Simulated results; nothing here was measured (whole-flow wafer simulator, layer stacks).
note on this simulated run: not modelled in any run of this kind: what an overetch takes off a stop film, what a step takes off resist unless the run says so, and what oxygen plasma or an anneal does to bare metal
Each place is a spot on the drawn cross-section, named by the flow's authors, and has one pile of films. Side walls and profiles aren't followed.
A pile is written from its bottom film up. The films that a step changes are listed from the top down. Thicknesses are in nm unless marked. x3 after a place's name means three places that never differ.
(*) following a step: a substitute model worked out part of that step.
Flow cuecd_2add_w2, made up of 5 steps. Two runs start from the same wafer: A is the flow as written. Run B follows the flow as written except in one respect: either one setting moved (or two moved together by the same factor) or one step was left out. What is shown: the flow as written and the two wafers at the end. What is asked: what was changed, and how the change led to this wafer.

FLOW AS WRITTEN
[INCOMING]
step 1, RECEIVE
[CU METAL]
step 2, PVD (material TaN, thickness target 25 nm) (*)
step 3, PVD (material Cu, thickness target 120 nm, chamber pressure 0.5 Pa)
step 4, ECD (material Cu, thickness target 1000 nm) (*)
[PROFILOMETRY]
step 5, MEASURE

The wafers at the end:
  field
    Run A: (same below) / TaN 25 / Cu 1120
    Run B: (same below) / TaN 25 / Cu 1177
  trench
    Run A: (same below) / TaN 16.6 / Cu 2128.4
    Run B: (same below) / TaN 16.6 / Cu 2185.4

The reason: step 3, PVD: thickness target 177 nm was run, though the flow has thickness target 120 nm.

How this came from the change, step by step:
  step 3, PVD (material Cu, thickness target 120 nm, chamber pressure 0.5 Pa)
      field: A +120 Cu (new film) | B +177 Cu (new film)
      trench: A +80.8 Cu (new film) | B +118.8 Cu (new film)
